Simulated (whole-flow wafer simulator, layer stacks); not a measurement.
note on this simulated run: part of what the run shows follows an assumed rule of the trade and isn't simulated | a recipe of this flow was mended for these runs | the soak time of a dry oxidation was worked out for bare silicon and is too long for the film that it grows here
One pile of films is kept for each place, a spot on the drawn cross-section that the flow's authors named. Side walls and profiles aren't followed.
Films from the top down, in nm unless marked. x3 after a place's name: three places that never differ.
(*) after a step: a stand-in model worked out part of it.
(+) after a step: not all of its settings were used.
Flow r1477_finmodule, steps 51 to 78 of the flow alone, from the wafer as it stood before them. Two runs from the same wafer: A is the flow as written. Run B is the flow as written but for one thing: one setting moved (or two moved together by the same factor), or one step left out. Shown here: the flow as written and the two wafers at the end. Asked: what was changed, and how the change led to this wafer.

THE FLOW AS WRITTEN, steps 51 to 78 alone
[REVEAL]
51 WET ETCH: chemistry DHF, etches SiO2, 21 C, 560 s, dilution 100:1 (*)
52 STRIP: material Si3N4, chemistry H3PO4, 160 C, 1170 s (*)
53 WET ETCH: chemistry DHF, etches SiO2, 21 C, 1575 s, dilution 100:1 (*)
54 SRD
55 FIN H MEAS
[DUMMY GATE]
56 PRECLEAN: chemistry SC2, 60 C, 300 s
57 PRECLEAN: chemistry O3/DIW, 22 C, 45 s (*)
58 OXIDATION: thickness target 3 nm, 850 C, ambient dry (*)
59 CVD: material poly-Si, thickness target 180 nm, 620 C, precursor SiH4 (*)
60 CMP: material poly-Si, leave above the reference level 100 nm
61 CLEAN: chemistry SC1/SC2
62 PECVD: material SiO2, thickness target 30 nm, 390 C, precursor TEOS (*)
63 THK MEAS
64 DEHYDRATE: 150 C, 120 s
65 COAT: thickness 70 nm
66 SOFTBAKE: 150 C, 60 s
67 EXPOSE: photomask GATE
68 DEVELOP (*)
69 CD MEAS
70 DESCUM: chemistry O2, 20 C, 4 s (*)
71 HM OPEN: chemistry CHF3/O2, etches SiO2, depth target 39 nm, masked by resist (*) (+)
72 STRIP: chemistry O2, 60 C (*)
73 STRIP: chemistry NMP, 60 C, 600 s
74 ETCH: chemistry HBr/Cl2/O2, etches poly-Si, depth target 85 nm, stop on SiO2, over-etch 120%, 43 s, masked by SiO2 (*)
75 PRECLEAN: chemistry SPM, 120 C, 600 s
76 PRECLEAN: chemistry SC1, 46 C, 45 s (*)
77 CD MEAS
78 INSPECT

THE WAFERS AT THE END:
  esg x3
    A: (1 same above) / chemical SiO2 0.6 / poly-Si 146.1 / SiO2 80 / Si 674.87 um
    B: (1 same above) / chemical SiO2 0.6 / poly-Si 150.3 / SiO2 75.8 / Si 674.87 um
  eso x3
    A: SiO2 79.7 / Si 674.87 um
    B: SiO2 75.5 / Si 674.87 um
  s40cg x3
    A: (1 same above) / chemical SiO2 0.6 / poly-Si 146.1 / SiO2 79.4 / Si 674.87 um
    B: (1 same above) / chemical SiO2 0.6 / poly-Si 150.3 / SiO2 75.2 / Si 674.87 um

The cause: step 51, WET ETCH: 644 s was run, where the flow has 560 s.

How the change led to this, step by step:
  51 WET ETCH: chemistry DHF, etches SiO2, 21 C, 560 s, dilution 100:1 (*)
      esg x3, e200sg, s40cg x3, s40sg x3, eso x3, e200so, s40co x3, s40so x3: A SiO2 -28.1 | B SiO2 -32.3
      pad, padg: A SiO2 -30.5 | B SiO2 -35
  59 CVD: material poly-Si, thickness target 180 nm, 620 C, precursor SiH4 (*)
      e200sg, e200so: A poly-Si +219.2 (new film) | B poly-Si +230.5 (new film)
  60 CMP: material poly-Si, leave above the reference level 100 nm
      pad, padg: A poly-Si -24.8 | B poly-Si -20.2
      e200sg, e200so: A poly-Si -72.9 | B poly-Si -80
  74 ETCH: chemistry HBr/Cl2/O2, etches poly-Si, depth target 85 nm, stop on SiO2, over-etch 120%, 43 s, masked by SiO2 (*)
      eso x3, e200so, s40co x3, s40so x3: A chemical SiO2 -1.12 (all of it), poly-Si -143.9 (all of it), SiO2 -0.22 | B chemical SiO2 -1.12 (all of it), poly-Si -148.1 (all of it), SiO2 -0.19
      pad: A chemical SiO2 -1.12 (all of it), poly-Si -152.8 (all of it), SiO2 -0.17 | B chemical SiO2 -1.12 (all of it), poly-Si -157.4 (all of it), SiO2 -0.15
